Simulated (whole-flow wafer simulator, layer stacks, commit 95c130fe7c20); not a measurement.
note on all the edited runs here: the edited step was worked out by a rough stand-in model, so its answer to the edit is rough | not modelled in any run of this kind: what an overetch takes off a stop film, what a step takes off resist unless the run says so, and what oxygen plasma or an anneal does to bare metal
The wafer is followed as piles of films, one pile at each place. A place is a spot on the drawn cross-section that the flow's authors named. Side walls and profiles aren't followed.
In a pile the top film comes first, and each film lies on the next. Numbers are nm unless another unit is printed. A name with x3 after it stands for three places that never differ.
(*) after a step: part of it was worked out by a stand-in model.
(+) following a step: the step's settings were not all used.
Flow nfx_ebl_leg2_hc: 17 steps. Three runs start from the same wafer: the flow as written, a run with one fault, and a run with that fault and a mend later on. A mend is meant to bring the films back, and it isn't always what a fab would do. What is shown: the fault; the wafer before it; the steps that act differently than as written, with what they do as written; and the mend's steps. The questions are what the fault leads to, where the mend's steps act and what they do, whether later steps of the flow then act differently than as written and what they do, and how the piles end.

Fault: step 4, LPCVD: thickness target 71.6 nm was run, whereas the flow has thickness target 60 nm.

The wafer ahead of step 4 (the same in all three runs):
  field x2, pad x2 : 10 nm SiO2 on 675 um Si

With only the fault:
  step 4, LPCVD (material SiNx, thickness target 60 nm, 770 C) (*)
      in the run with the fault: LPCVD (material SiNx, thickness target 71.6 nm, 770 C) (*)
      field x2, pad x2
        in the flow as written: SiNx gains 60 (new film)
        in the run with the fault: SiNx gains 71.6 (new film)
  Steps later in the flow that act otherwise than as written:
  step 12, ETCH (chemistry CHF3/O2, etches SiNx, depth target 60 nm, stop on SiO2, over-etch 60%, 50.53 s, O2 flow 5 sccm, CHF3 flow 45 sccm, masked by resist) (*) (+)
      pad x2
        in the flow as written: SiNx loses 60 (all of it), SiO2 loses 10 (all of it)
        in the run with the fault: SiNx loses 71.6 (all of it), SiO2 loses 10 (all of it)
  By the end, the piles at field x2 depart from the flow's by more than 2% or 0.5 nm, whichever is larger.
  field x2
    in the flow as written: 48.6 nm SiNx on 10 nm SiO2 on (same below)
    in the run with the fault: 60.2 nm SiNx on 10 nm SiO2 on (same below)

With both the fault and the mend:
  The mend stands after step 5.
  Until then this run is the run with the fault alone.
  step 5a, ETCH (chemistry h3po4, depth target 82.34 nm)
      field x2, pad x2
        SiNx loses 71.6 (all of it)
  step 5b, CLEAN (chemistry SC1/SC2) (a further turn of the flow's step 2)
      does not change any film at any place that is followed
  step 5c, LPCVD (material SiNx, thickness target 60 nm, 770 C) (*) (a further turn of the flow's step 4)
      field x2, pad x2
        SiNx gains 60 (new film)
  Every later step of the flow that is run acts as written at every place that is followed.
  The piles end the same as the flow's at every place that both follow.
